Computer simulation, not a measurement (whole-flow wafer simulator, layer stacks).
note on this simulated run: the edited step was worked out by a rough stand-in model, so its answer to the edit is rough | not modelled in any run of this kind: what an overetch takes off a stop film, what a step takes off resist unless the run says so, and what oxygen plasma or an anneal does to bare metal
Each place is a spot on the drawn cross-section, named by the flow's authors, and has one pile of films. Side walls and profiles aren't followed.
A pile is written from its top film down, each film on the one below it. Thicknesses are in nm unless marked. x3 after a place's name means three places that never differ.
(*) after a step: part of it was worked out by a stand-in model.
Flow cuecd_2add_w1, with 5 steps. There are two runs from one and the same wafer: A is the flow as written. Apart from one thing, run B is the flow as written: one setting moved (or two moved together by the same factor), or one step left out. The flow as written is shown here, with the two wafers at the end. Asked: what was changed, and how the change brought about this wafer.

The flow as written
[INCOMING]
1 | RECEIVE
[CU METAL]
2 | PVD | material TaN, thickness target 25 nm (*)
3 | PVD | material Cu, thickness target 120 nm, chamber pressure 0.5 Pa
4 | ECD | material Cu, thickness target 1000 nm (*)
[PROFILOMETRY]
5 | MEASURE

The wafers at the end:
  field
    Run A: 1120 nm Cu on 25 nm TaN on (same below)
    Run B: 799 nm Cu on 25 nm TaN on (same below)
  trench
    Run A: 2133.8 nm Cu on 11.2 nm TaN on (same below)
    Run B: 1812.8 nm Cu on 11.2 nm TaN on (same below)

What caused this: step 4, ECD: thickness target 679 nm was run, while the flow as written has thickness target 1000 nm.

The path from the change to this, step by step:
  4 | ECD | material Cu, thickness target 1000 nm (*)
      field: A Cu gains 1000 | B Cu gains 679
      trench: A Cu gains 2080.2 | B Cu gains 1759.2
